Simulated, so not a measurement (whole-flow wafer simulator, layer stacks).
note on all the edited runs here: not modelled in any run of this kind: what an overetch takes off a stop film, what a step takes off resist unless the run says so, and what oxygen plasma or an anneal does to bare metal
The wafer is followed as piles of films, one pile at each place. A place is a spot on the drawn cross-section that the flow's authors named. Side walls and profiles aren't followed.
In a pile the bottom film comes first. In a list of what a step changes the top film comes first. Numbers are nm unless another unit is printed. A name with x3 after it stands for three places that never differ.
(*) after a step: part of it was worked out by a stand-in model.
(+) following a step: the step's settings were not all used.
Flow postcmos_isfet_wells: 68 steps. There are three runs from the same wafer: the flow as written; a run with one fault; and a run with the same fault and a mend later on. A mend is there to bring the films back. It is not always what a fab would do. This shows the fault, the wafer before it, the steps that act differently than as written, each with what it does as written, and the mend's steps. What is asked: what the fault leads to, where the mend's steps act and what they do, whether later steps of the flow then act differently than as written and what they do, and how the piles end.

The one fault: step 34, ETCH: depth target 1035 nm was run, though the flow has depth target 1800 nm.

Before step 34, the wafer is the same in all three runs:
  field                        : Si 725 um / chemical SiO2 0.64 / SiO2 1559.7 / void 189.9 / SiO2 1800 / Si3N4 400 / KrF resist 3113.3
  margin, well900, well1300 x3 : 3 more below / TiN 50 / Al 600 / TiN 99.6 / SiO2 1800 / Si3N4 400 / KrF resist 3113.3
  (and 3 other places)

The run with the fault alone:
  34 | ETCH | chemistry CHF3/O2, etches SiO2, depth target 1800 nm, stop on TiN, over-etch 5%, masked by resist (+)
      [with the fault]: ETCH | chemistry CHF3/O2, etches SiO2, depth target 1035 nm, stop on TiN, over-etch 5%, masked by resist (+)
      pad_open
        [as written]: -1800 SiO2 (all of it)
        [with the fault]: -1035 SiO2
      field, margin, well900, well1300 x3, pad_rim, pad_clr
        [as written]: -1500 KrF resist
        [with the fault]: -862.5 KrF resist
  Steps further on in the flow that do not act as written (1 other step is not shown; it differs only slightly, by no more than 2% or 0.5 nm, whichever is larger):
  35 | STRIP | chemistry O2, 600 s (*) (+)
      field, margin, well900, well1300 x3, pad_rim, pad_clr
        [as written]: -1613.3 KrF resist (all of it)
        [with the fault]: -2250.8 KrF resist (all of it)
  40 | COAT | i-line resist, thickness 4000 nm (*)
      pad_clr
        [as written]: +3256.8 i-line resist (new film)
        [with the fault]: +3500.9 i-line resist (new film)
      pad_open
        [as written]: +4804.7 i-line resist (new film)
        [with the fault]: +4528.6 i-line resist (new film)
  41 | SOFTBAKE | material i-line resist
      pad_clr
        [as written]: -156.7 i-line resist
        [with the fault]: -85.7 i-line resist
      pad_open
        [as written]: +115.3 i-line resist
        [with the fault]: +79.1 i-line resist
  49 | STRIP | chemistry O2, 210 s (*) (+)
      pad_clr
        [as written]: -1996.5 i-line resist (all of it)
        [with the fault]: -2311.6 i-line resist (all of it)
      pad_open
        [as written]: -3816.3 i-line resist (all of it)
        [with the fault]: -3504.1 i-line resist (all of it)
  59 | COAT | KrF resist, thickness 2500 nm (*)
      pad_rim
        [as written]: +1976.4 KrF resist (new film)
        [with the fault]: +2154.1 KrF resist (new film)
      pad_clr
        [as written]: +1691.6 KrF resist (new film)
        [with the fault]: +1955.8 KrF resist (new film)
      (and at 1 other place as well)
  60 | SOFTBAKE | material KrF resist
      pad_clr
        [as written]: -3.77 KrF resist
        [with the fault]: -2.8 KrF resist
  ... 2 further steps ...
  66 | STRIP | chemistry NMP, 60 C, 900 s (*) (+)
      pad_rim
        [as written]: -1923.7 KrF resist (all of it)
        [with the fault]: -2099.8 KrF resist (all of it)
  At pad_open, the piles at the end differ from the flow's by more than 2% or 0.5 nm, whichever is larger.
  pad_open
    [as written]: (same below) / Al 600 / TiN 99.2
    [with the fault]: (same below) / Al 600 / TiN 99.6 / SiO2 765

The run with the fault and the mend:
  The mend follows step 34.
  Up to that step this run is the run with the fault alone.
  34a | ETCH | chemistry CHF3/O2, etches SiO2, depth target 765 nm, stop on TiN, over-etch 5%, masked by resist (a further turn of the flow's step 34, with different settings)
      field, margin, well900, well1300 x3, pad_rim, pad_clr
        -637.5 KrF resist
      pad_open
        -765 SiO2 (all of it)
  None of the later steps of the flow acts differently than as written at any place that is followed.
  At every place that both follow, the piles at the end match the flow's.
